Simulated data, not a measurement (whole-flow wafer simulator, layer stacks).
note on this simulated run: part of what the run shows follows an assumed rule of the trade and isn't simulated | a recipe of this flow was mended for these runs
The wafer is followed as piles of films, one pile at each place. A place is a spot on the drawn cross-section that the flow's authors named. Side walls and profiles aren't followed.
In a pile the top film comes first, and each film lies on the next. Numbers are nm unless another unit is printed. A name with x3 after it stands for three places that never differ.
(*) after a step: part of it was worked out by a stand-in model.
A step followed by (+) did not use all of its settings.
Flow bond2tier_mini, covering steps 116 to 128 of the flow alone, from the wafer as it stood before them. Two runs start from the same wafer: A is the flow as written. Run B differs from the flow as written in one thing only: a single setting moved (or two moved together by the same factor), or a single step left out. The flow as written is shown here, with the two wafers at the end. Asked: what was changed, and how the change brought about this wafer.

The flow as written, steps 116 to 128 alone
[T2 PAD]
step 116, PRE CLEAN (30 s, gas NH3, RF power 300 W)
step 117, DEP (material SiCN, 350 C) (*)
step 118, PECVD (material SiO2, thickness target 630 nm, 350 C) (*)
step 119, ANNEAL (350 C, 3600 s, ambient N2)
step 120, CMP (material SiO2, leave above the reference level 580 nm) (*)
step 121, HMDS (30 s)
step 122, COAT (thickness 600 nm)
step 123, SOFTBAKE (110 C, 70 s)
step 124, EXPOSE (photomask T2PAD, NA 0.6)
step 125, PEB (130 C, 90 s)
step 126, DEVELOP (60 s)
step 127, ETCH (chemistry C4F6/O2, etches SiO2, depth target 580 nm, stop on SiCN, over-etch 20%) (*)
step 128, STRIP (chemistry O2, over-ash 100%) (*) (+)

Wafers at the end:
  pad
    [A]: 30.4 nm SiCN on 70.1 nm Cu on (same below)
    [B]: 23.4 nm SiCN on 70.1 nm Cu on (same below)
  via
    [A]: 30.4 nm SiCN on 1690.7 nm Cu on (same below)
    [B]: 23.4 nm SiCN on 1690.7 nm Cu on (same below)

What caused this: step 127, ETCH: depth target 615 nm was run, whereas the flow has depth target 580 nm.

How this came from the change, step by step:
  step 127, ETCH (chemistry C4F6/O2, etches SiO2, depth target 580 nm, stop on SiCN, over-etch 20%) (*)
      pad, via: A SiO2 loses 580 (all of it), SiCN loses 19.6 | B SiO2 loses 580 (all of it), SiCN loses 26.6
      field: A thick-KrF-resist loses 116 | B thick-KrF-resist loses 123
